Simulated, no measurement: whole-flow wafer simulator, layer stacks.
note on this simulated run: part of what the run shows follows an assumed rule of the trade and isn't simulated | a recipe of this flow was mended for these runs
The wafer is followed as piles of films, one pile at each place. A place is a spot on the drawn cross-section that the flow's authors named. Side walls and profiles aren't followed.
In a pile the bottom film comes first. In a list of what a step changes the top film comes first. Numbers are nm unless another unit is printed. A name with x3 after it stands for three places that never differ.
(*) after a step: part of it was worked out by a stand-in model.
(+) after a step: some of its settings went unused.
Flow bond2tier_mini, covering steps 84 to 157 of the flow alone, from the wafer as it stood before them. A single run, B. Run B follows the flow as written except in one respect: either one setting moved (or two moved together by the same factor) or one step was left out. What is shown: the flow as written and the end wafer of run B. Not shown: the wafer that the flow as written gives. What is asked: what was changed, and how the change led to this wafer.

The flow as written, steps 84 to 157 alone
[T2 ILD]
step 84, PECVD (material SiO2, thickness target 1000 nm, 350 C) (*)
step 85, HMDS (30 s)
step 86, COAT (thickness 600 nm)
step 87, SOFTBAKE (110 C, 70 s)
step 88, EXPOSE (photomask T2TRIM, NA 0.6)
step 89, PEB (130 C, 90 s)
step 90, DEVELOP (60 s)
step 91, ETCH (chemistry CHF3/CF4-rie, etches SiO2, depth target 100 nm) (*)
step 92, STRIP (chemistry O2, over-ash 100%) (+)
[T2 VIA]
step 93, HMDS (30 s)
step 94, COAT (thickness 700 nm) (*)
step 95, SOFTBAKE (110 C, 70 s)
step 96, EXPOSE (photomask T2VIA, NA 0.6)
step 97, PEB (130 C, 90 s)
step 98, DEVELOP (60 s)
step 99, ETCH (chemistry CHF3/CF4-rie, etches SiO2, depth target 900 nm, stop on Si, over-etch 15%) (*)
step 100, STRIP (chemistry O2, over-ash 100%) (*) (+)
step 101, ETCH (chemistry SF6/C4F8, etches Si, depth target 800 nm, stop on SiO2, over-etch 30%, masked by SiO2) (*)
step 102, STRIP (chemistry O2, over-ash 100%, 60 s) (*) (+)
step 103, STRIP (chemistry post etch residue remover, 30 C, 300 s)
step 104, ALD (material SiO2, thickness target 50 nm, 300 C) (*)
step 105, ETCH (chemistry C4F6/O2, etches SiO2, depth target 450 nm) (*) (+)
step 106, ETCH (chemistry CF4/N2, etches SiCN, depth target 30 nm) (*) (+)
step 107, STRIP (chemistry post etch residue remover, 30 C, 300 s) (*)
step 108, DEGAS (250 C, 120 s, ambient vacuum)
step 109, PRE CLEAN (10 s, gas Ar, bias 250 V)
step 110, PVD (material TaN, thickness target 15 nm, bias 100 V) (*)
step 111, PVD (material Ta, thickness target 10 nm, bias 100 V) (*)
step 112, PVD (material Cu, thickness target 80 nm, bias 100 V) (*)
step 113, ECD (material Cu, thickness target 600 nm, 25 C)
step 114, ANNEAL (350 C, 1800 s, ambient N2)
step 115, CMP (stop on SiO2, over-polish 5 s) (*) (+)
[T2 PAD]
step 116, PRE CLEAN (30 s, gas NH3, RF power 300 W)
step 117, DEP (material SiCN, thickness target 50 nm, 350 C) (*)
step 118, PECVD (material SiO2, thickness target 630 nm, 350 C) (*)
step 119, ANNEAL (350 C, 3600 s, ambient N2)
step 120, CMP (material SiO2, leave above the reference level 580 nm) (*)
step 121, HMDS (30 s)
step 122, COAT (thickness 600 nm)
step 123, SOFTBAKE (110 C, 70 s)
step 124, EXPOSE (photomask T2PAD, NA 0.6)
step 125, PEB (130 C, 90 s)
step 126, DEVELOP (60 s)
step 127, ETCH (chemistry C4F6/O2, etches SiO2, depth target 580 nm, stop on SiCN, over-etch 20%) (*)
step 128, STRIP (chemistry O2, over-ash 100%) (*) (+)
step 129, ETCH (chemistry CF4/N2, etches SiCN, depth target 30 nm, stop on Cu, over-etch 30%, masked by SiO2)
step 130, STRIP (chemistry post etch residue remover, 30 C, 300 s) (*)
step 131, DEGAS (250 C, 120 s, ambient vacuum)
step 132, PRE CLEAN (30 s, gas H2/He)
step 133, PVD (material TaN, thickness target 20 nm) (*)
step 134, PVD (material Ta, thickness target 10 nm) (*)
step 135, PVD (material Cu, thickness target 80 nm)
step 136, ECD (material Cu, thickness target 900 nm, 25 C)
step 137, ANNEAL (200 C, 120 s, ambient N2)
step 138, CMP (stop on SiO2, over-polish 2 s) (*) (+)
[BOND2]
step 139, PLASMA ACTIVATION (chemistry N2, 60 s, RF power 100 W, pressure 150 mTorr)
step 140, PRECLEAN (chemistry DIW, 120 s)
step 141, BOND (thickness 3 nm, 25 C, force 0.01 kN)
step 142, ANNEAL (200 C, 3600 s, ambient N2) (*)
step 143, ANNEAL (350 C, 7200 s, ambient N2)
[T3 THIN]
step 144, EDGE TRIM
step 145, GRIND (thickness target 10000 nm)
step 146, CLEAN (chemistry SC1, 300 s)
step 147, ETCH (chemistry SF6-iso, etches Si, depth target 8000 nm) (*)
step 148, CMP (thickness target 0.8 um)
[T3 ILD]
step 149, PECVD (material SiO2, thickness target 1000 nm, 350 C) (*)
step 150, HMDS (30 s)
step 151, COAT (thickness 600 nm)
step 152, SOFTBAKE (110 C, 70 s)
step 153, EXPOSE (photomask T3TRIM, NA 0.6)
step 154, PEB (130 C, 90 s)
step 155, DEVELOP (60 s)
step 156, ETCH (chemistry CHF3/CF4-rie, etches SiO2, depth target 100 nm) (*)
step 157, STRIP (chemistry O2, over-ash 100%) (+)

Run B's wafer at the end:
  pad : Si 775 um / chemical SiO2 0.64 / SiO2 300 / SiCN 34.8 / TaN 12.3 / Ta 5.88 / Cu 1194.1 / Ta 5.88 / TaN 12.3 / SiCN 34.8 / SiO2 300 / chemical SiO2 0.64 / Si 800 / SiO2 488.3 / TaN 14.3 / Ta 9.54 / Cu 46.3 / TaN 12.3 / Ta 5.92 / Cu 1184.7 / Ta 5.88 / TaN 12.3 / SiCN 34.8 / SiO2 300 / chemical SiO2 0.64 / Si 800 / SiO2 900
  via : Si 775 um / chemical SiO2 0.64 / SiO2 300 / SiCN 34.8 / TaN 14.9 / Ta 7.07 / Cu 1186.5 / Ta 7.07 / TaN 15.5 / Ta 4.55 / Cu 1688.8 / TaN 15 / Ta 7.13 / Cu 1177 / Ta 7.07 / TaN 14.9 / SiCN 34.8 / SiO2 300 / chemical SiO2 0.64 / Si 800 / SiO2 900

Cause: step 91, ETCH: depth target 78.4 nm was run, though the flow has depth target 100 nm.

How this came from the change, step by step:
  step 91, ETCH (chemistry CHF3/CF4-rie, etches SiO2, depth target 100 nm) (*)
      pad, via: SiO2 loses 78.4 (as written it would have been: SiO2 loses 100)
      field: thick-KrF-resist loses 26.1 (as written it would have been: thick-KrF-resist loses 33.3)
  step 99, ETCH (chemistry CHF3/CF4-rie, etches SiO2, depth target 900 nm, stop on Si, over-etch 15%) (*)
      via: SiO2 loses 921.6 (all of it), Si loses 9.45 (as written it would have been: SiO2 loses 900 (all of it), Si loses 11.2)
  step 100, STRIP (chemistry O2, over-ash 100%) (*) (+)
      field: thick-KrF-resist loses 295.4 (all of it) (as written it would have been: thick-KrF-resist loses 286.6 (all of it))
      pad: thick-KrF-resist loses 363.7 (all of it) (as written it would have been: thick-KrF-resist loses 372.9 (all of it))
  step 113, ECD (material Cu, thickness target 600 nm, 25 C)
      pad: Cu gains 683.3 (as written it would have been: Cu gains 706.1)
